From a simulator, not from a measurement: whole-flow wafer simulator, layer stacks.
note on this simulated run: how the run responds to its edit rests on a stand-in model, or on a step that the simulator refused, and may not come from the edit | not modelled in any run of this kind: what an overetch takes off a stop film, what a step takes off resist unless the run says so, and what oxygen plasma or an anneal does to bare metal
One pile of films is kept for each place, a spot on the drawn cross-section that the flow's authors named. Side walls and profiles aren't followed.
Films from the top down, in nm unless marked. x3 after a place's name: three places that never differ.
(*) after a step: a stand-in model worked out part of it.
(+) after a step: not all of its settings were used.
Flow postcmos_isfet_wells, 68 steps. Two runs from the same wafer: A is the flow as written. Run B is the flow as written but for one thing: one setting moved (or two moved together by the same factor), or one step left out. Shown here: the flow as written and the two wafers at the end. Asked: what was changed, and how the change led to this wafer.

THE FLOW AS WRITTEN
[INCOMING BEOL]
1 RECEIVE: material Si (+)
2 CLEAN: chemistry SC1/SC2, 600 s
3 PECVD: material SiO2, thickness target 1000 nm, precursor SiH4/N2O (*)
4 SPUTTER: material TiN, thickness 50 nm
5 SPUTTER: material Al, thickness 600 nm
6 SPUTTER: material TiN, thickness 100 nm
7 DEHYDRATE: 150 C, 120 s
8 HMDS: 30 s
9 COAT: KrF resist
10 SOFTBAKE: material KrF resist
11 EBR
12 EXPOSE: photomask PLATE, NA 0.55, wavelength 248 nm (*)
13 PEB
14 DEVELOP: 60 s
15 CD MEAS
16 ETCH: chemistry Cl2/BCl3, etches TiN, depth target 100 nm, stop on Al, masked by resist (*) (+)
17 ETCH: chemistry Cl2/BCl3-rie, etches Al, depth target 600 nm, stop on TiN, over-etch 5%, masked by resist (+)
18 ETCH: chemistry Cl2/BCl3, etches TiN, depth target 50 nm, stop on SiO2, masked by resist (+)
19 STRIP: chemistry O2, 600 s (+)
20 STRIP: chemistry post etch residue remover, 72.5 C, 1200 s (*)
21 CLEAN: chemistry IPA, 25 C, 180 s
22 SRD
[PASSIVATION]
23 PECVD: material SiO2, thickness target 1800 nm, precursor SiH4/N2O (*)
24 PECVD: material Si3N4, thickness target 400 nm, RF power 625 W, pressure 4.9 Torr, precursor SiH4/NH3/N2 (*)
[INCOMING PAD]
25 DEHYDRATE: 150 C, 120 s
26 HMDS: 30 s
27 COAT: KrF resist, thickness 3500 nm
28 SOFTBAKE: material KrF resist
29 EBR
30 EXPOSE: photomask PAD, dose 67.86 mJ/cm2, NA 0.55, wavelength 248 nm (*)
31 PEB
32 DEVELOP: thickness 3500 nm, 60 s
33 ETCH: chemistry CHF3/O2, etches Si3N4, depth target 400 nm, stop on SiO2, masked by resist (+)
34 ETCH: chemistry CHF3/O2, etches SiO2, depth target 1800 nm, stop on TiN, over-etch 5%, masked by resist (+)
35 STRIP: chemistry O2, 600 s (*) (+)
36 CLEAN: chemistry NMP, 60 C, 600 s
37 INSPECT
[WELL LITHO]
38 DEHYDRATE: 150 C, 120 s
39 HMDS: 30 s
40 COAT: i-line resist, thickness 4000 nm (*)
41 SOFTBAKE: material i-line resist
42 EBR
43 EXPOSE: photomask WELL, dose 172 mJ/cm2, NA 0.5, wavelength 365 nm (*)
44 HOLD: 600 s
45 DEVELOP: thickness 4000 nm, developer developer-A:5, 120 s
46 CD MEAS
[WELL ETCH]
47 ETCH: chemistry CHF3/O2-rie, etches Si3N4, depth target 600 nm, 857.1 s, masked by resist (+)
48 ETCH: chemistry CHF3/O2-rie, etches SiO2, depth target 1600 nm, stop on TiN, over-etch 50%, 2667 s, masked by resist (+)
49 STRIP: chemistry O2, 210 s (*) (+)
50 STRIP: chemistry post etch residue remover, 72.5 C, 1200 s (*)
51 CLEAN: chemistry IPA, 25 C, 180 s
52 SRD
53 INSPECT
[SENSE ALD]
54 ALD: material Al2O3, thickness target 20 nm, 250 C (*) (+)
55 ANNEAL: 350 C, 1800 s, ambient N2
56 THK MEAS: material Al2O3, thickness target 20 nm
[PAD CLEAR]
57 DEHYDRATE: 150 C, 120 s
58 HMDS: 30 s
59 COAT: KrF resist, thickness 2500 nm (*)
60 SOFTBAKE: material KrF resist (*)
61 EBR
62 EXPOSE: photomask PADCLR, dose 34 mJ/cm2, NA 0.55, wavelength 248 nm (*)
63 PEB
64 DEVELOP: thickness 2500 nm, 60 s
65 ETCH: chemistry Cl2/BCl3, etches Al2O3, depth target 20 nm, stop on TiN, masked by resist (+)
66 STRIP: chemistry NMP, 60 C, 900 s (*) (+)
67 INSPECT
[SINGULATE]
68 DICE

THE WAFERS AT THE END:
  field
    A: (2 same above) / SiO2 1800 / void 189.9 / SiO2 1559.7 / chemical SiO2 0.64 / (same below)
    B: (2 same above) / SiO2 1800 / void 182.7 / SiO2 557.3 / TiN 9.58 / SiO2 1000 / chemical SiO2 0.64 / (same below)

The cause: step 18, ETCH: depth target 40 nm was run, where the flow has depth target 50 nm.

How the change led to this, step by step:
  18 ETCH: chemistry Cl2/BCl3, etches TiN, depth target 50 nm, stop on SiO2, masked by resist (+)
      field: A TiN -50 (all of it) | B TiN -40
      margin, well900, well1300, well2000, well3000, pad_rim, pad_clr, pad_open: A KrF resist -20 | B KrF resist -16
  23 PECVD: material SiO2, thickness target 1800 nm, precursor SiH4/N2O (*)
      field: A SiO2 +1800 (new film), void +189.9 (new film), SiO2 +559.7 | B SiO2 +1800 (new film), void +182.7 (new film), SiO2 +557.3 (new film)
Counting metal films that touch as one body, field has 1 body; the flow as written gives 0 bodies.
